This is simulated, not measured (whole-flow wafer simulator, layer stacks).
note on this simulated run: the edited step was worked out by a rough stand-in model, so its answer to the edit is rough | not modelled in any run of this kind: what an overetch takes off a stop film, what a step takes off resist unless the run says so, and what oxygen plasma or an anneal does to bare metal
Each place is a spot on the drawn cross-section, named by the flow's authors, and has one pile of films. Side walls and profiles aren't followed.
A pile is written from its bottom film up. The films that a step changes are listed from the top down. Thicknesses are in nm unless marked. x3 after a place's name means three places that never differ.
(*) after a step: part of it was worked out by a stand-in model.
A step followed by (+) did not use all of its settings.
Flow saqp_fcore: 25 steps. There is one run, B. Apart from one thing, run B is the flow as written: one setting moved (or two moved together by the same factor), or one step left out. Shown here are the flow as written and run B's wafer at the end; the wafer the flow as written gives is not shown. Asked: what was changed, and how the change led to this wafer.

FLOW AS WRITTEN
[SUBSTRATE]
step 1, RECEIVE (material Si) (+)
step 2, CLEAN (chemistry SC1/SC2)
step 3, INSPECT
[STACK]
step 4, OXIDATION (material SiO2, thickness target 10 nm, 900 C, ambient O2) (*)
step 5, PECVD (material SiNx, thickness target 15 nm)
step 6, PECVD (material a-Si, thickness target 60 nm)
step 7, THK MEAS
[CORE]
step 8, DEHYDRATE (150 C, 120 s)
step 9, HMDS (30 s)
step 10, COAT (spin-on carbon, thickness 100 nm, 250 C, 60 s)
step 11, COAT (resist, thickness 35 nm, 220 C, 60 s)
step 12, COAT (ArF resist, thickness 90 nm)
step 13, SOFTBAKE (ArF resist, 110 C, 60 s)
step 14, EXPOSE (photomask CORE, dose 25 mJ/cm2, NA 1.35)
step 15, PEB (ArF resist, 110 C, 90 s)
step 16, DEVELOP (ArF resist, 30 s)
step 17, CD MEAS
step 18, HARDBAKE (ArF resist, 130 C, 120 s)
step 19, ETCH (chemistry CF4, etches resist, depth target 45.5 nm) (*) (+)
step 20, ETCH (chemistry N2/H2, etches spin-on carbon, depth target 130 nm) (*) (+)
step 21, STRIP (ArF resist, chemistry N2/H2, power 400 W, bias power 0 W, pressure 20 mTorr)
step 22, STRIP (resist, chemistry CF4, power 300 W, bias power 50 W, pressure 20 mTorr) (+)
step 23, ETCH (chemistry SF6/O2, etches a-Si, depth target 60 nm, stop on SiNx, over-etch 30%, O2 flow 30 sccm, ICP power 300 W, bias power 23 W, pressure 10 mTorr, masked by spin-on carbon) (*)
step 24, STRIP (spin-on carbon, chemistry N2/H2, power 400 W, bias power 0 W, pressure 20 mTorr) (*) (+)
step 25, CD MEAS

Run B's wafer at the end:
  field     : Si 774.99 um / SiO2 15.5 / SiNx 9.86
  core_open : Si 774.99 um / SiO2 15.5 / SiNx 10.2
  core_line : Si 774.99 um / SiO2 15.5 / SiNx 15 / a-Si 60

Cause: step 4, OXIDATION: thickness target 15.5 nm was run, whereas the flow has thickness target 10 nm.
One can read it off the wafer: field has SiO2 15.5, and step 4 as written asks for 10 nm.

The path from the change to this, step by step:
  step 4, OXIDATION (material SiO2, thickness target 10 nm, 900 C, ambient O2) (*)
      field, core_open, core_line: +15.5 SiO2 (new film), -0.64 chemical SiO2 (all of it), -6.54 Si (as written it would have been: +10 SiO2 (new film), -0.64 chemical SiO2 (all of it), -4.12 Si)
